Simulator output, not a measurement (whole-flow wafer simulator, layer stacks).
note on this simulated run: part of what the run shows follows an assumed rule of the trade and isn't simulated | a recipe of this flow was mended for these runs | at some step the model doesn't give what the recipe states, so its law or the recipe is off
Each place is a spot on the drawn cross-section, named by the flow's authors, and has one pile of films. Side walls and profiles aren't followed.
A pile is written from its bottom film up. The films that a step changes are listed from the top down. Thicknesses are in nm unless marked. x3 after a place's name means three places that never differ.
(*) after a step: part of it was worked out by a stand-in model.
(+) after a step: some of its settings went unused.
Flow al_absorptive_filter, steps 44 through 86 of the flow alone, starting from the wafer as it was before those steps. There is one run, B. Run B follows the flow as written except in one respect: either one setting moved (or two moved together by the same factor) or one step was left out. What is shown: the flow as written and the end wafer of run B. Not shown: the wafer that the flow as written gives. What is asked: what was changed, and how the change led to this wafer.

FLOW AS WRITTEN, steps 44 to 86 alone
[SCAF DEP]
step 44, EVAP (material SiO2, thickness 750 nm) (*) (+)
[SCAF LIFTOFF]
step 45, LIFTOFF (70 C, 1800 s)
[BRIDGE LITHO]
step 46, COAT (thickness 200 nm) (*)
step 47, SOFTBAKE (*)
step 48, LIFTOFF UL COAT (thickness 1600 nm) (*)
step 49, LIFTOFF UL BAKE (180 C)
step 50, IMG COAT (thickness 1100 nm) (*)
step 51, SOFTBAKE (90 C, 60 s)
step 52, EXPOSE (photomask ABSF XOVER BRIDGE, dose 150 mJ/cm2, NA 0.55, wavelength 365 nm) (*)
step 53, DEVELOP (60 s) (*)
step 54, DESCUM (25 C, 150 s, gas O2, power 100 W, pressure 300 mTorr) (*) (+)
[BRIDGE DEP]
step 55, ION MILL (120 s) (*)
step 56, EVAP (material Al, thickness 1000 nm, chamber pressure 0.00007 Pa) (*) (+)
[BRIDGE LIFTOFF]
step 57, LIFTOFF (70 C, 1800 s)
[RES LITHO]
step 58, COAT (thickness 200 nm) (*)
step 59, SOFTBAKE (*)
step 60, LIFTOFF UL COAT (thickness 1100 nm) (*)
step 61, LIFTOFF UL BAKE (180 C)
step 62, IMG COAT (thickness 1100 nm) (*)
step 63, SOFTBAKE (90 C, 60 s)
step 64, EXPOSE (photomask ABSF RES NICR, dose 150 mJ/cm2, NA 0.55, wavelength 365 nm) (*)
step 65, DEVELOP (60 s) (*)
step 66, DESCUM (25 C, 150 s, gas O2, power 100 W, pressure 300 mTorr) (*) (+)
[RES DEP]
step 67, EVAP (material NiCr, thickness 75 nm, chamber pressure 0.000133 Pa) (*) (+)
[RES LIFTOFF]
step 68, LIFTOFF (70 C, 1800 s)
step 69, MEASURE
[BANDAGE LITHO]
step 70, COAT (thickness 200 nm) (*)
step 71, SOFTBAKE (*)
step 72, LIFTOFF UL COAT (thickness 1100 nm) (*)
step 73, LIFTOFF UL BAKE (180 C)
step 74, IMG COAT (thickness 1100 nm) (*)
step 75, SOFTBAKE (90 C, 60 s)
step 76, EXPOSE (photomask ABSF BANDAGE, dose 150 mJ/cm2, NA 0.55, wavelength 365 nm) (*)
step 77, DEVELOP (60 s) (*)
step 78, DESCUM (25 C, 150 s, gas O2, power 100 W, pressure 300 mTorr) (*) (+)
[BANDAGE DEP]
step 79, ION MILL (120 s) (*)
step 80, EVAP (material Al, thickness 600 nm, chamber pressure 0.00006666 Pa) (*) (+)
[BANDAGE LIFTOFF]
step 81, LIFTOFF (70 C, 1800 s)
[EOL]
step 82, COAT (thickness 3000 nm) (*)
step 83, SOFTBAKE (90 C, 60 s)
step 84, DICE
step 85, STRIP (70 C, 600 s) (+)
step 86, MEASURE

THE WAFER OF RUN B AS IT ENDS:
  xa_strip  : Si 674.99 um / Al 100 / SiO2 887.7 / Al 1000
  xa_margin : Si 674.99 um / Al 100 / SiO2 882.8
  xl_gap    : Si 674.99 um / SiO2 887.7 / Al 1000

The reason: step 44, EVAP: thickness 912 nm was run, while the flow as written has thickness 750 nm.

How this came from the change, step by step:
  step 44, EVAP (material SiO2, thickness 750 nm) (*) (+)
      gnd, pad_far, pad_near and 10 more: SiO2 gains 912 (new film) (as written it would have been: SiO2 gains 750 (new film))
      xa_margin: SiO2 gains 882.8 (new film) (as written it would have been: SiO2 gains 726 (new film))
  step 45, LIFTOFF (70 C, 1800 s)
      gnd, xa_field, xl_land, idc_field: SiO2 loses 912 (all of it), i-line-resist loses 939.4 (all of it), lift-off-underlayer loses 1100 (all of it), acrylic-e-beam-resist loses 200 (all of it) (as written it would have been: SiO2 loses 750 (all of it), i-line-resist loses 939.4 (all of it), lift-off-underlayer loses 1100 (all of it), acrylic-e-beam-resist loses 200 (all of it))
      pad_far: SiO2 loses 912 (all of it), i-line-resist loses 937 (all of it), lift-off-underlayer loses 1092.7 (all of it), acrylic-e-beam-resist loses 198.5 (all of it) (as written it would have been: SiO2 loses 750 (all of it), i-line-resist loses 937 (all of it), lift-off-underlayer loses 1092.7 (all of it), acrylic-e-beam-resist loses 198.5 (all of it))
      (as well as at 5 more places)
  step 46, COAT (thickness 200 nm) (*)
      xa_margin: acrylic-e-beam-resist gains 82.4 (new film) (as written it would have been: acrylic-e-beam-resist gains 87.1 (new film))
      xa_strip: acrylic-e-beam-resist gains 143.4 (new film) (as written it would have been: acrylic-e-beam-resist gains 156.7 (new film))
      (as well as at 2 more places)
  step 48, LIFTOFF UL COAT (thickness 1600 nm) (*)
      xa_margin: lift-off-underlayer gains 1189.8 (new film) (as written it would have been: lift-off-underlayer gains 1268 (new film))
      xa_strip: lift-off-underlayer gains 1155.6 (new film) (as written it would have been: lift-off-underlayer gains 1219 (new film))
      (as well as at 2 more places)
  step 50, IMG COAT (thickness 1100 nm) (*)
      xa_margin: i-line-resist gains 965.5 (new film) (as written it would have been: i-line-resist gains 995.2 (new film))
      xa_strip: i-line-resist gains 924.4 (new film) (as written it would have been: i-line-resist gains 962 (new film))
      (as well as at 2 more places)
  step 53, DEVELOP (60 s) (*)
      xa_strip: i-line-resist loses 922 (all of it), lift-off-underlayer loses 1155.6 (all of it) (as written it would have been: i-line-resist loses 960.1 (all of it), lift-off-underlayer loses 1219 (all of it))
      xl_gap: i-line-resist loses 971.7 (all of it), lift-off-underlayer loses 1237.6 (all of it) (as written it would have been: i-line-resist loses 1001.2 (all of it), lift-off-underlayer loses 1316.9 (all of it))
      (as well as at 1 more place)
  step 54, DESCUM (25 C, 150 s, gas O2, power 100 W, pressure 300 mTorr) (*) (+)
      xa_strip: acrylic-e-beam-resist loses 143.4 (all of it) (as written it would have been: acrylic-e-beam-resist loses 156.7 (all of it))
      xl_gap: acrylic-e-beam-resist loses 88.2 (all of it) (as written it would have been: acrylic-e-beam-resist loses 97.9 (all of it))
      (as well as at 1 more place)
  step 57, LIFTOFF (70 C, 1800 s)
      xa_margin: Al loses 1000 (all of it), i-line-resist loses 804 (all of it), lift-off-underlayer loses 1189.8 (all of it), acrylic-e-beam-resist loses 82.4 (all of it) (as written it would have been: Al loses 1000 (all of it), i-line-resist loses 836.1 (all of it), lift-off-underlayer loses 1268 (all of it), acrylic-e-beam-resist loses 87.1 (all of it))
  step 58, COAT (thickness 200 nm) (*)
      xa_margin: acrylic-e-beam-resist gains 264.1 (new film) (as written it would have been: acrylic-e-beam-resist gains 288.1 (new film))
      xa_strip: acrylic-e-beam-resist gains 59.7 (new film) (as written it would have been: acrylic-e-beam-resist gains 66.9 (new film))
      (as well as at 2 more places)
  step 60, LIFTOFF UL COAT (thickness 1100 nm) (*)
      xa_margin: lift-off-underlayer gains 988 (new film) (as written it would have been: lift-off-underlayer gains 1021 (new film))
      xa_strip: lift-off-underlayer gains 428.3 (new film) (as written it would have been: lift-off-underlayer gains 459.8 (new film))
      (as well as at 2 more places)
  step 62, IMG COAT (thickness 1100 nm) (*)
      xa_margin: i-line-resist gains 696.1 (new film) (as written it would have been: i-line-resist gains 741.1 (new film))
      xa_strip: i-line-resist gains 518.2 (new film) (as written it would have been: i-line-resist gains 577.9 (new film))
      (as well as at 2 more places)
  step 63, SOFTBAKE (90 C, 60 s)
      xl_turn: i-line-resist loses 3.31 (as written it would have been: i-line-resist loses 2.67)
  step 68, LIFTOFF (70 C, 1800 s)
      xa_margin: NiCr loses 75 (all of it), i-line-resist loses 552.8 (all of it), lift-off-underlayer loses 988 (all of it), acrylic-e-beam-resist loses 264.1 (all of it) (as written it would have been: NiCr loses 75 (all of it), i-line-resist loses 598.1 (all of it), lift-off-underlayer loses 1021 (all of it), acrylic-e-beam-resist loses 288.1 (all of it))
      xa_strip: NiCr loses 75 (all of it), i-line-resist loses 373.9 (all of it), lift-off-underlayer loses 428.3 (all of it), acrylic-e-beam-resist loses 59.7 (all of it) (as written it would have been: NiCr loses 75 (all of it), i-line-resist loses 433.3 (all of it), lift-off-underlayer loses 459.8 (all of it), acrylic-e-beam-resist loses 66.9 (all of it))
      (as well as at 2 more places)
  step 70, COAT (thickness 200 nm) (*)
      xa_margin: acrylic-e-beam-resist gains 264.1 (new film) (as written it would have been: acrylic-e-beam-resist gains 288.1 (new film))
      xa_strip: acrylic-e-beam-resist gains 59.7 (new film) (as written it would have been: acrylic-e-beam-resist gains 66.9 (new film))
      (as well as at 2 more places)
  step 72, LIFTOFF UL COAT (thickness 1100 nm) (*)
      xa_margin: lift-off-underlayer gains 988 (new film) (as written it would have been: lift-off-underlayer gains 1021 (new film))
      xa_strip: lift-off-underlayer gains 428.3 (new film) (as written it would have been: lift-off-underlayer gains 459.8 (new film))
      (as well as at 2 more places)
  step 74, IMG COAT (thickness 1100 nm) (*)
      xa_margin: i-line-resist gains 696.1 (new film) (as written it would have been: i-line-resist gains 741.1 (new film))
      xa_strip: i-line-resist gains 518.2 (new film) (as written it would have been: i-line-resist gains 577.9 (new film))
      (as well as at 2 more places)
  ... 4 other steps ...
  step 85, STRIP (70 C, 600 s) (+)
      xa_margin: i-line-resist loses 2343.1 (all of it) (as written it would have been: i-line-resist loses 2469.3 (all of it))
      xa_strip: i-line-resist loses 1347.9 (all of it) (as written it would have been: i-line-resist loses 1477 (all of it))
      (as well as at 2 more places)
